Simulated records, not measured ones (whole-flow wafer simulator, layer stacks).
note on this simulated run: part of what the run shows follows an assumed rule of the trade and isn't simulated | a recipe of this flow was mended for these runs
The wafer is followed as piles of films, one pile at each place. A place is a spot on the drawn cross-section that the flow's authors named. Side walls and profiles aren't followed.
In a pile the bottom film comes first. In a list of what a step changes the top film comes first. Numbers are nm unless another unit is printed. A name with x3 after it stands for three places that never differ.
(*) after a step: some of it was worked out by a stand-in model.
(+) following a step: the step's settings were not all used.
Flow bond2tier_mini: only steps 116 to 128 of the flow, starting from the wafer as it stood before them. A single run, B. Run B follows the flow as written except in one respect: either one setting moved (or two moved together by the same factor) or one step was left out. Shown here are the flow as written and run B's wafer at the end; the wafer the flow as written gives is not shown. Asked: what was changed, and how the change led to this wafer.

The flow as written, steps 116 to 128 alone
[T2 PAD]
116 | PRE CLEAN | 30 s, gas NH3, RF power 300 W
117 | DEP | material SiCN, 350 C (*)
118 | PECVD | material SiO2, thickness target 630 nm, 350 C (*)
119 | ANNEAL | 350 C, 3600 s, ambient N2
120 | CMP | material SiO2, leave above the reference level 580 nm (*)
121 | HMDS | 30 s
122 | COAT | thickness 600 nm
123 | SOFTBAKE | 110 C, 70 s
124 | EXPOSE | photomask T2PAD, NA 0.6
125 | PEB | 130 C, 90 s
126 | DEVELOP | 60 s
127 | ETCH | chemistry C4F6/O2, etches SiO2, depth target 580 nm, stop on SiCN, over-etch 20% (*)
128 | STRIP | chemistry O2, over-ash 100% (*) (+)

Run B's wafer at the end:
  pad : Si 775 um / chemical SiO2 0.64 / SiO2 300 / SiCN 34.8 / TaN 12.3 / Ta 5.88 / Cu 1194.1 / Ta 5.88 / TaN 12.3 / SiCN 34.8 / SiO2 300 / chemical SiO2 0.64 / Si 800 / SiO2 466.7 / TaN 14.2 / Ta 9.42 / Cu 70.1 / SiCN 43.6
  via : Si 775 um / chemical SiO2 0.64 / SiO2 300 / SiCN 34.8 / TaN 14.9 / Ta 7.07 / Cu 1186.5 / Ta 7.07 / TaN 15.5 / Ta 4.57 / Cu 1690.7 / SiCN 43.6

The reason: step 127, ETCH: depth target 514.9 nm was run, whereas the flow has depth target 580 nm.

How this came from the change, step by step:
  127 | ETCH | chemistry C4F6/O2, etches SiO2, depth target 580 nm, stop on SiCN, over-etch 20% (*)
      pad, via: -580 SiO2 (all of it), -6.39 SiCN (as written it would have been: -580 SiO2 (all of it), -19.6 SiCN)
      field: -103 thick-KrF-resist (as written it would have been: -116 thick-KrF-resist)
  128 | STRIP | chemistry O2, over-ash 100% (*) (+)
      field: -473 thick-KrF-resist (all of it) (as written it would have been: -459.9 thick-KrF-resist (all of it))
